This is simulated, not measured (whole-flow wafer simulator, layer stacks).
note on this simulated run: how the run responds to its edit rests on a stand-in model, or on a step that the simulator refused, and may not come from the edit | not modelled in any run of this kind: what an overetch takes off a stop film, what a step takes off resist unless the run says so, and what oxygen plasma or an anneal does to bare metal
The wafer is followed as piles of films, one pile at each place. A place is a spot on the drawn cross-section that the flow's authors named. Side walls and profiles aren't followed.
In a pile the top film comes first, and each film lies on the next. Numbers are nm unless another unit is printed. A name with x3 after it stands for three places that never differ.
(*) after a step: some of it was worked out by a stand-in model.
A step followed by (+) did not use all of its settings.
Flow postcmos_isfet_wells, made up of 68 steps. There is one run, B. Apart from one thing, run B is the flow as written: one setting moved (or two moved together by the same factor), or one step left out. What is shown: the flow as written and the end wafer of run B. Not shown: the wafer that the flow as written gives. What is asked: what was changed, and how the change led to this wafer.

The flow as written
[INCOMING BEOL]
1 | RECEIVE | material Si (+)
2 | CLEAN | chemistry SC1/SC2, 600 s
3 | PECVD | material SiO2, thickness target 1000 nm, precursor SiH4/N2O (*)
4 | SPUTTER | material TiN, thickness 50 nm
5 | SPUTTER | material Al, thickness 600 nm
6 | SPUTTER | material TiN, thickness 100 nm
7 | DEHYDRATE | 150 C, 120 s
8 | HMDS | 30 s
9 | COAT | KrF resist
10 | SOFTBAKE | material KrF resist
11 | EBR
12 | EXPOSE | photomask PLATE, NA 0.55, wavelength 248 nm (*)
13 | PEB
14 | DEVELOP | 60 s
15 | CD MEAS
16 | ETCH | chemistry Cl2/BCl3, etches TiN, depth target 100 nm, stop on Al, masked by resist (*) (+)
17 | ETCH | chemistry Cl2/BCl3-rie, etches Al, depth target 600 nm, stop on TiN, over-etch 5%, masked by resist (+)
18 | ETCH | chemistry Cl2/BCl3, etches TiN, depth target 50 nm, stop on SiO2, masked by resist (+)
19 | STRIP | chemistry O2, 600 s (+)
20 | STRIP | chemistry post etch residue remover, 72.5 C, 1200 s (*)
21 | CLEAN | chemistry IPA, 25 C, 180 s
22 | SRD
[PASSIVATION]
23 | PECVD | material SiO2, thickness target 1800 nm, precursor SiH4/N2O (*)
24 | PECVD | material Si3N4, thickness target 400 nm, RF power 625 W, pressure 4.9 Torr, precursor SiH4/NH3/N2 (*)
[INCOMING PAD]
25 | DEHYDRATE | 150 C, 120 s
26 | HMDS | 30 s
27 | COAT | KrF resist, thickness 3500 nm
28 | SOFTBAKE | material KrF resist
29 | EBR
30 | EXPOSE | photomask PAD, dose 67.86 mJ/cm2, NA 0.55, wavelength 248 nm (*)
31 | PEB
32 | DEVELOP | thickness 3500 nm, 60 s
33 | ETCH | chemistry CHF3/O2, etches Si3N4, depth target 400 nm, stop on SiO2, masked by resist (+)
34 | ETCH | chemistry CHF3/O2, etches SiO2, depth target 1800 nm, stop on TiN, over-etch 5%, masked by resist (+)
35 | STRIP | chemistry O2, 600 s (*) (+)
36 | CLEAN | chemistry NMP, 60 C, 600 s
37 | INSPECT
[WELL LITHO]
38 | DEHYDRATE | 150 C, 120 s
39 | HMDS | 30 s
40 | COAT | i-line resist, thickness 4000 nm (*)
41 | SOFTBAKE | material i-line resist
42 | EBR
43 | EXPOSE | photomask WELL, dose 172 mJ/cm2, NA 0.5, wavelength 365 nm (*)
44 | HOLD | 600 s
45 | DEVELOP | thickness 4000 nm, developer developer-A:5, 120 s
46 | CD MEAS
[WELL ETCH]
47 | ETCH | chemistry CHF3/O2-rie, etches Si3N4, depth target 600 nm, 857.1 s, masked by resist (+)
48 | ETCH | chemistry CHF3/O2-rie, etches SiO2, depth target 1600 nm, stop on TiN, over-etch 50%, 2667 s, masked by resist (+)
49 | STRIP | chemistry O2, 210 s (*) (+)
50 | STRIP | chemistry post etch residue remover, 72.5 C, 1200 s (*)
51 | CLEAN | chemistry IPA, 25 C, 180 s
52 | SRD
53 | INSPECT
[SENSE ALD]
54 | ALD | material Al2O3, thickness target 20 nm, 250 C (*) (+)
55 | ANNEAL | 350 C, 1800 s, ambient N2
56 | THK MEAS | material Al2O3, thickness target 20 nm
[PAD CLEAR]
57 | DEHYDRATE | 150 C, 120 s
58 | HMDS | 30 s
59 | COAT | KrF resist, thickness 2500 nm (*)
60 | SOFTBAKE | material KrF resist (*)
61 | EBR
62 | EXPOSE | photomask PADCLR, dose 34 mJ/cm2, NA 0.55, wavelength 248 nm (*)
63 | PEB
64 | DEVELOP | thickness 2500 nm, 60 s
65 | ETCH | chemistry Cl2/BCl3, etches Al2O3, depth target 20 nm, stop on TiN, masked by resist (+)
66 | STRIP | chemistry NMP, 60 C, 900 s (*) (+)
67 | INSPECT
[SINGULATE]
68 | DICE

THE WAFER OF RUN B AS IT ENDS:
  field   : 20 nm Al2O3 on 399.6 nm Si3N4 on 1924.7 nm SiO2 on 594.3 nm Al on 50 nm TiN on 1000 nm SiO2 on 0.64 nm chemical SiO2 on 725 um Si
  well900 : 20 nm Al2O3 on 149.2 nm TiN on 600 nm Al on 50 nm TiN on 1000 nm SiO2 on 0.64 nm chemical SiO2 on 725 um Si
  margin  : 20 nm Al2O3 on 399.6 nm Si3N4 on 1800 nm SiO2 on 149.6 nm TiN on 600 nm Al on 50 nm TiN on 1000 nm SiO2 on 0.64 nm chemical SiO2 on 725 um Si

What caused this: step 6, SPUTTER: thickness 150 nm was run, whereas the flow has thickness 100 nm; step 17, ETCH: depth target 900 nm was run, where the flow has depth target 600 nm.

Step by step, how the change led to this:
  6 | SPUTTER | material TiN, thickness 100 nm
      field, margin, well900 and 6 more: TiN gains 150 (new film) (it would be, as written: TiN gains 100 (new film))
  16 | ETCH | chemistry Cl2/BCl3, etches TiN, depth target 100 nm, stop on Al, masked by resist (*) (+)
      field: TiN loses 100 (it would be, as written: TiN loses 100 (all of it))
  17 | ETCH | chemistry Cl2/BCl3-rie, etches Al, depth target 600 nm, stop on TiN, over-etch 5%, masked by resist (+)
      field: nothing (it would be, as written: Al loses 600 (all of it))
      margin, well900, well1300, well2000, well3000, pad_rim, pad_clr, pad_open: KrF resist loses 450 (it would be, as written: KrF resist loses 300)
  19 | STRIP | chemistry O2, 600 s (+)
      margin, well900, well1300, well2000, well3000, pad_rim, pad_clr, pad_open: KrF resist loses 476.3 (all of it) (it would be, as written: KrF resist loses 626.3 (all of it))
  20 | STRIP | chemistry post etch residue remover, 72.5 C, 1200 s (*)
      field: Al loses 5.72 (it would be, as written: nothing)
  23 | PECVD | material SiO2, thickness target 1800 nm, precursor SiH4/N2O (*)
      field: SiO2 gains 1924.7 (new film) (it would be, as written: SiO2 gains 1800 (new film), void gains 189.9 (new film), SiO2 gains 559.7)
If metal films that touch count as one body, field has 1 body; the flow as written gives 0 bodies.
